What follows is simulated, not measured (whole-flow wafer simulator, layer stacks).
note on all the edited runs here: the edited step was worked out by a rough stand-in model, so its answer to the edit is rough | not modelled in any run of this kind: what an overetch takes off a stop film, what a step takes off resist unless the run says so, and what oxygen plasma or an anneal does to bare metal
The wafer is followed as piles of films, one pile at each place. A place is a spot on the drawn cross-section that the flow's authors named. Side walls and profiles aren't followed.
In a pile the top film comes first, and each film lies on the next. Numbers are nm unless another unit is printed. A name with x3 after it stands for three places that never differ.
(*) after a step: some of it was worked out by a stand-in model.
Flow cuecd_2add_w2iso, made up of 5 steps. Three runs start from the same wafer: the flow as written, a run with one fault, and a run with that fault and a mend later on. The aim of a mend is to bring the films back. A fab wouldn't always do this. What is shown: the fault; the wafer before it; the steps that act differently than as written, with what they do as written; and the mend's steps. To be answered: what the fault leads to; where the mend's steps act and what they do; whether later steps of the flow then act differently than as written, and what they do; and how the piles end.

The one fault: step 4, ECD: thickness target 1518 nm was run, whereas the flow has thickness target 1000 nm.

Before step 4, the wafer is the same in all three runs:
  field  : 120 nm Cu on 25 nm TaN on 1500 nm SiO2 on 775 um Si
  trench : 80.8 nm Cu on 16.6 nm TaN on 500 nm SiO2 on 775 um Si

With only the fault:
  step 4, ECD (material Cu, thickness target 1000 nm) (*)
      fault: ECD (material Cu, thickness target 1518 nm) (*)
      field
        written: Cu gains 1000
        fault: Cu gains 1518
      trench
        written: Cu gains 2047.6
        fault: Cu gains 2565.6
  None of the later steps of the flow acts differently than as written at any place that is followed.
  By the end, the piles at field, trench depart from the flow's by more than 2% or 0.5 nm, whichever is larger.
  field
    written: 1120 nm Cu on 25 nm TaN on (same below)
    fault: 1638 nm Cu on 25 nm TaN on (same below)
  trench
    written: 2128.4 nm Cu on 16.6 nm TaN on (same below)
    fault: 2646.4 nm Cu on 16.6 nm TaN on (same below)

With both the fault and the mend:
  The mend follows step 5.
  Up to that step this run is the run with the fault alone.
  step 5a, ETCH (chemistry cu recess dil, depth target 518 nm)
      field, trench
        Cu loses 518
  None of the later steps of the flow acts differently than as written at any place that is followed.
  By the end, the piles equal the flow's at every place that both follow.
